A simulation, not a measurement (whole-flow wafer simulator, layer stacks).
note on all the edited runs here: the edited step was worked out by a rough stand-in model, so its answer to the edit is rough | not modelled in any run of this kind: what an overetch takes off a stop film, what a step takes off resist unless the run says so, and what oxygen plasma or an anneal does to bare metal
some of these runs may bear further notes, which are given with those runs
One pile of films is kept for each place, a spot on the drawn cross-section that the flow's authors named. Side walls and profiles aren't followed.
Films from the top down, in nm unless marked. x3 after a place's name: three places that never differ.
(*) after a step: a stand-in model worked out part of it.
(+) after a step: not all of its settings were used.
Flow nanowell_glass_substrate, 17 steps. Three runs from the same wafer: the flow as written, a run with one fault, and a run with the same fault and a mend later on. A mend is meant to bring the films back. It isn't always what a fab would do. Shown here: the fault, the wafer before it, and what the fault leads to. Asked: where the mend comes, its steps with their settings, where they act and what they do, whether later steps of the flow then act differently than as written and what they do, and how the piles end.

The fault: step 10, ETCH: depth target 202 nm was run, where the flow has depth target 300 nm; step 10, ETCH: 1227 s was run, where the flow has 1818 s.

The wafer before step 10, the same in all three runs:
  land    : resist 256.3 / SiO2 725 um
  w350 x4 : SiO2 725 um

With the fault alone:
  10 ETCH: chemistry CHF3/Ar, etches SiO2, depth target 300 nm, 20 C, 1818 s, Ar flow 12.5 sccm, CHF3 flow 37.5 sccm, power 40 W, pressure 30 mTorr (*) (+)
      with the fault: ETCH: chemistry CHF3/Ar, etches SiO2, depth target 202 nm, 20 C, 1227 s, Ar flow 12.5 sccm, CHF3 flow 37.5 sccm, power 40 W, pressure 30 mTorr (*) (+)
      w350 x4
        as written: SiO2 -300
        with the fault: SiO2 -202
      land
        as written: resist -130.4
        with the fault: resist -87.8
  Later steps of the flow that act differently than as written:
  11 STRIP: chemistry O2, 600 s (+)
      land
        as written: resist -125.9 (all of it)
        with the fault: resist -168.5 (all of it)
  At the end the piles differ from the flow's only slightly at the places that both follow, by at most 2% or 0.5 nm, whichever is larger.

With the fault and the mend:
  The mend comes after step 10.
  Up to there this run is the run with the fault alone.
  10a ETCH: chemistry CHF3/Ar, etches SiO2, depth target 98 nm, 20 C, 593.9 s, Ar flow 12.5 sccm, CHF3 flow 37.5 sccm, power 40 W, pressure 30 mTorr (*) (+) (the flow's step 10 once more, with other settings)
      w350 x4
        SiO2 -98
      land
        resist -42.6
  No later step of the flow acts differently than as written at any place that is followed.
  At the end the piles are the same as the flow's at every place that both follow.
